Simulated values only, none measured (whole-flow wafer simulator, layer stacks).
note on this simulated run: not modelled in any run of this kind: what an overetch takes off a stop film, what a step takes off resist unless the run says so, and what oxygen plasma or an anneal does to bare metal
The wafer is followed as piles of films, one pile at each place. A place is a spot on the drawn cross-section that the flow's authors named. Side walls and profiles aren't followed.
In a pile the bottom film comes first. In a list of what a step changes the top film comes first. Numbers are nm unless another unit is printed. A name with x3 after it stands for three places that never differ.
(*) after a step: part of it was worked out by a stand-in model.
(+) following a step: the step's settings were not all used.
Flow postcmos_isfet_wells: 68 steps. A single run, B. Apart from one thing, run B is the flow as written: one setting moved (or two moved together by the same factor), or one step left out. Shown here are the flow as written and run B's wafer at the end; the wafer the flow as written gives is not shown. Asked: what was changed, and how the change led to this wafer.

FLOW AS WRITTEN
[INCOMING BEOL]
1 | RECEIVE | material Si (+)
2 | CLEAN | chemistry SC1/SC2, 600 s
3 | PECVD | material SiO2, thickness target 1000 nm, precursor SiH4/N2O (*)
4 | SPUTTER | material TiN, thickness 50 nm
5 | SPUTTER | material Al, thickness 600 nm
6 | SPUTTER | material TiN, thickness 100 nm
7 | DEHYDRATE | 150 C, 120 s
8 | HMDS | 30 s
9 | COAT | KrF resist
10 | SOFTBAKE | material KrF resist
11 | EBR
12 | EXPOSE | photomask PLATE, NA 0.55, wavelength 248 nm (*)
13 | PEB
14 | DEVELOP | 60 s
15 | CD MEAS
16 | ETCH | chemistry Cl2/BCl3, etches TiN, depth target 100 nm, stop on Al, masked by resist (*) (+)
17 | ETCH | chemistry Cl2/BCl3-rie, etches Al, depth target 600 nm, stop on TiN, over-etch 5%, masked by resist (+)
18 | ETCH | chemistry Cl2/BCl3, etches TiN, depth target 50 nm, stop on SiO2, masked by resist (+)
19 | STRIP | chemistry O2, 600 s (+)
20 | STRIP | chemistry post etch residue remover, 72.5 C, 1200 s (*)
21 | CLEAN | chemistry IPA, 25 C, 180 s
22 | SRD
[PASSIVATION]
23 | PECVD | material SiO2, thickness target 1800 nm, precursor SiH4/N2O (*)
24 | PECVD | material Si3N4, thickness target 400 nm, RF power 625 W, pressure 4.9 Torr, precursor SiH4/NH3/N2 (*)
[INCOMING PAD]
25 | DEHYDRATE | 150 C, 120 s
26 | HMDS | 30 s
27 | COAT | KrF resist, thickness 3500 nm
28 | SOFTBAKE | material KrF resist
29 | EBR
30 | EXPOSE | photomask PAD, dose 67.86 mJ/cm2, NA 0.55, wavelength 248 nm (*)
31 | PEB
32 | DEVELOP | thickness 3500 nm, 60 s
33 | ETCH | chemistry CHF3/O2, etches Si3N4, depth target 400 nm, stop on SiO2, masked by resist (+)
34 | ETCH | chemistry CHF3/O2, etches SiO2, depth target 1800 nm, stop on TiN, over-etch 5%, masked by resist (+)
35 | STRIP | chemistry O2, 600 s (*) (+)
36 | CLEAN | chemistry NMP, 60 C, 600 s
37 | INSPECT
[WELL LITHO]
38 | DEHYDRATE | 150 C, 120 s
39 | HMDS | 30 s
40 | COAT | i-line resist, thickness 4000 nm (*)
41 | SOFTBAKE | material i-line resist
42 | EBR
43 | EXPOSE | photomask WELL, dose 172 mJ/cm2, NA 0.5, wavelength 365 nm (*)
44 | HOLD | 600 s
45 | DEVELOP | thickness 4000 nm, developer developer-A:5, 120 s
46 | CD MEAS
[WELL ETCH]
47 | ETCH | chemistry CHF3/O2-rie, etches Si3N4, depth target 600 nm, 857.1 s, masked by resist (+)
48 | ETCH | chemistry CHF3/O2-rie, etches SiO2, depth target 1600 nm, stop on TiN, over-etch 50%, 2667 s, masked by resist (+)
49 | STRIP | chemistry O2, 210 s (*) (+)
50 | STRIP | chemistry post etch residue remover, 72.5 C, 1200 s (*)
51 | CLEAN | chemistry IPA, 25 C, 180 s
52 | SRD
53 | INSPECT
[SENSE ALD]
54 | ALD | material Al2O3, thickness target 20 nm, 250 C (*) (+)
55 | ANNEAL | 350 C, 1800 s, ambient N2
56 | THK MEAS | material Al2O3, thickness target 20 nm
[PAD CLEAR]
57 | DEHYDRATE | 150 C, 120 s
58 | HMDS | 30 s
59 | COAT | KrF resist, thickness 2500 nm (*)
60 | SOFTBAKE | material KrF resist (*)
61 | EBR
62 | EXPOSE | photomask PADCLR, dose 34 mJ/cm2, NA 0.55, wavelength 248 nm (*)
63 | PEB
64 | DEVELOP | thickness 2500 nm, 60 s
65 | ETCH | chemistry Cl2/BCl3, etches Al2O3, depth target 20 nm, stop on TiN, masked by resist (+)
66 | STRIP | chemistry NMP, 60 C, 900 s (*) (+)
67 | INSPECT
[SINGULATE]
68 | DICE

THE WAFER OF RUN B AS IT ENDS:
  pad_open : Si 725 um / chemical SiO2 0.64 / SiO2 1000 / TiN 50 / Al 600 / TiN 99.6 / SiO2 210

What caused this: step 33, ETCH: depth target 200 nm was run, though the flow has depth target 400 nm.

How this came from the change, step by step:
  33 | ETCH | chemistry CHF3/O2, etches Si3N4, depth target 400 nm, stop on SiO2, masked by resist (+)
      pad_open: Si3N4 loses 200 (it would be, as written: Si3N4 loses 400 (all of it))
      field, margin, well900, well1300, well2000, well3000, pad_rim, pad_clr: KrF resist loses 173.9 (it would be, as written: KrF resist loses 347.8)
  34 | ETCH | chemistry CHF3/O2, etches SiO2, depth target 1800 nm, stop on TiN, over-etch 5%, masked by resist (+)
      pad_open: Si3N4 loses 200 (all of it), SiO2 loses 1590 (it would be, as written: SiO2 loses 1800 (all of it))
  35 | STRIP | chemistry O2, 600 s (*) (+)
      field, margin, well900, well1300, well2000, well3000, pad_rim, pad_clr: KrF resist loses 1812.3 (all of it) (it would be, as written: KrF resist loses 1638.4 (all of it))
  41 | SOFTBAKE | material i-line resist
      pad_clr: i-line resist loses 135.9 (it would be, as written: i-line resist loses 156.7)
      pad_open: i-line resist gains 105.9 (it would be, as written: i-line resist gains 115.3)
  49 | STRIP | chemistry O2, 210 s (*) (+)
      pad_clr: i-line resist loses 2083 (all of it) (it would be, as written: i-line resist loses 1996.5 (all of it))
      pad_open: i-line resist loses 3731.6 (all of it) (it would be, as written: i-line resist loses 3816.3 (all of it))
  59 | COAT | KrF resist, thickness 2500 nm (*)
      pad_rim: KrF resist gains 2024.2 (new film) (it would be, as written: KrF resist gains 1976.4 (new film))
      pad_clr: KrF resist gains 1762.2 (new film) (it would be, as written: KrF resist gains 1691.6 (new film))
  60 | SOFTBAKE | material KrF resist (*)
      pad_clr: KrF resist loses 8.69 (it would be, as written: KrF resist loses 9.57)
  64 | DEVELOP | thickness 2500 nm, 60 s
      pad_clr: KrF resist loses 1753.5 (all of it) (it would be, as written: KrF resist loses 1682 (all of it))
  66 | STRIP | chemistry NMP, 60 C, 900 s (*) (+)
      pad_rim: KrF resist loses 1985.3 (all of it) (it would be, as written: KrF resist loses 1937.7 (all of it))
